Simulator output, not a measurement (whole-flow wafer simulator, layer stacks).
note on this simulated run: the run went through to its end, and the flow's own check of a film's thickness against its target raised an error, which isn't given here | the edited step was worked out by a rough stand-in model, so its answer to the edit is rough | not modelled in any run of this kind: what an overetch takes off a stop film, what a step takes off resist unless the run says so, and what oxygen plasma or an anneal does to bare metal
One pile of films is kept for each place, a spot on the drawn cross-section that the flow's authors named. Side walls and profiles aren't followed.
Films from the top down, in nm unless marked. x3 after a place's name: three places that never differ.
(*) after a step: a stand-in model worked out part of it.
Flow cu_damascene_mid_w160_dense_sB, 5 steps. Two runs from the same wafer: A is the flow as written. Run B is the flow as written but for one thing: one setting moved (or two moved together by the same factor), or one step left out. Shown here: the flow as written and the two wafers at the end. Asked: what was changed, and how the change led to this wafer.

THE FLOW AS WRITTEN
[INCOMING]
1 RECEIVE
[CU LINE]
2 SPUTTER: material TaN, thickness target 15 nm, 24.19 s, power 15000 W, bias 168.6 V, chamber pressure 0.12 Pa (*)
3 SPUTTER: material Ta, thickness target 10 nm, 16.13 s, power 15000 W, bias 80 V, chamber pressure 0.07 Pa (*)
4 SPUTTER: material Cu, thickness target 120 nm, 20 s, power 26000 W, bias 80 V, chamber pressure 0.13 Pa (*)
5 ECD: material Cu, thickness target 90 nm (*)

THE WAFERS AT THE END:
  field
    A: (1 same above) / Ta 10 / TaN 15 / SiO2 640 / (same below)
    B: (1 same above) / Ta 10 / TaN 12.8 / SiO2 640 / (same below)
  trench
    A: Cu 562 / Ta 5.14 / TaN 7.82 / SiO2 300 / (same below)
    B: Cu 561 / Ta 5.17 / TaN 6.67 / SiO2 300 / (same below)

The cause: step 2, SPUTTER: thickness target 12.8 nm was run, where the flow has thickness target 15 nm; step 2, SPUTTER: 20.56 s was run, where the flow has 24.19 s.
It can be read off the wafer: field has TaN 12.8, and step 2 as written asks for 15 nm.

How the change led to this, step by step:
  2 SPUTTER: material TaN, thickness target 15 nm, 24.19 s, power 15000 W, bias 168.6 V, chamber pressure 0.12 Pa (*)
      field: A TaN +15 (new film) | B TaN +12.8 (new film)
      trench: A TaN +7.82 (new film) | B TaN +6.67 (new film)
